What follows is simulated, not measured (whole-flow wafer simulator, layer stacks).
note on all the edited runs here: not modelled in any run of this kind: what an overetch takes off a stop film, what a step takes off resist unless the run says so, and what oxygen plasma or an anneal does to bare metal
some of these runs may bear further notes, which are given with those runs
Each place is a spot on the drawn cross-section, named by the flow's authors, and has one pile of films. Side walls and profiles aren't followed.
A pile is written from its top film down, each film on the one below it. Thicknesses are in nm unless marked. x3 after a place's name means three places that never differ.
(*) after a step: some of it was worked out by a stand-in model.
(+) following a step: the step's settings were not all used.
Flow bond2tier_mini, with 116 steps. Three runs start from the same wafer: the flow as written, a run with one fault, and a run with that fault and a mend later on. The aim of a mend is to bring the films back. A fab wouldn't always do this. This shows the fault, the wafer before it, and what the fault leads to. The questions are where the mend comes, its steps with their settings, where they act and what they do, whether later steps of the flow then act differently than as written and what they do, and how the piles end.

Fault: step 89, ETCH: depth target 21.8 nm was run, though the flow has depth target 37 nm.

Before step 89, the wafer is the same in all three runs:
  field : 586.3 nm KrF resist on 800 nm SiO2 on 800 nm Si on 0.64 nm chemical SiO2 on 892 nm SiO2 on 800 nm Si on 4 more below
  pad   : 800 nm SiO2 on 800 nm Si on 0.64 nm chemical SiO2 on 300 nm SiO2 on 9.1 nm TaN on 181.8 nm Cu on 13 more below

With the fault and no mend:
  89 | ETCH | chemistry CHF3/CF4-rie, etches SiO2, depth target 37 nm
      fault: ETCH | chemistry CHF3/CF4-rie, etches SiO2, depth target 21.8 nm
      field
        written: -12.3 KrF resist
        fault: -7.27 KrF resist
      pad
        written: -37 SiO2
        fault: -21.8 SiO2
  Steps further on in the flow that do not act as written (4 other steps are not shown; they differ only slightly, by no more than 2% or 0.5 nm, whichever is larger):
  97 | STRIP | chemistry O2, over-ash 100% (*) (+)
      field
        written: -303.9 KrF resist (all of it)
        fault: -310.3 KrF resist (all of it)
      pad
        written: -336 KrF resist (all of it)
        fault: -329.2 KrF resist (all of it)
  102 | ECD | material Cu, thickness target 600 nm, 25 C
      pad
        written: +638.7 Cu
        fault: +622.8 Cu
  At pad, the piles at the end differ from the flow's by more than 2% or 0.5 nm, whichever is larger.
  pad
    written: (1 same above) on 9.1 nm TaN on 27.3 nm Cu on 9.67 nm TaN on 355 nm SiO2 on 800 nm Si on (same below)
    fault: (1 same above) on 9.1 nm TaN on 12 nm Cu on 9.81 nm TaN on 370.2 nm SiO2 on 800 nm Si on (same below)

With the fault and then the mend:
  The mend stands after step 90.
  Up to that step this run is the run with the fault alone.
  90a | COAT | KrF resist, thickness 600 nm (*) (the flow's step 84, run once more)
      field
        +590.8 KrF resist (new film)
      pad
        +609.6 KrF resist (new film)
  90b | SOFTBAKE | KrF resist (the flow's step 85, run once more)
      leaves every film unchanged at each place that is followed
  90c | EXPOSE | photomask T3TRIM, NA 0.6 (the flow's step 86, run once more)
      leaves every film unchanged at each place that is followed
  90d | PEB | KrF resist (the flow's step 87, run once more)
      leaves every film unchanged at each place that is followed
  90e | DEVELOP | developer TMAH-0.26N, 60 s (the flow's step 88, run once more)
      field
        -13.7 KrF resist
      pad
        -609.6 KrF resist (all of it)
  90f | ETCH | chemistry CHF3/CF4-rie, etches SiO2, depth target 15.2 nm (the flow's step 89, run once more with other settings)
      field
        -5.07 KrF resist
      pad
        -15.2 SiO2
  90g | STRIP | chemistry O2, over-ash 100% (+) (the flow's step 90, run once more)
      field
        -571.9 KrF resist (all of it)
  Later steps of the flow that are run all act as written at every place that is followed.
  The piles end the same as the flow's at every place that both follow.
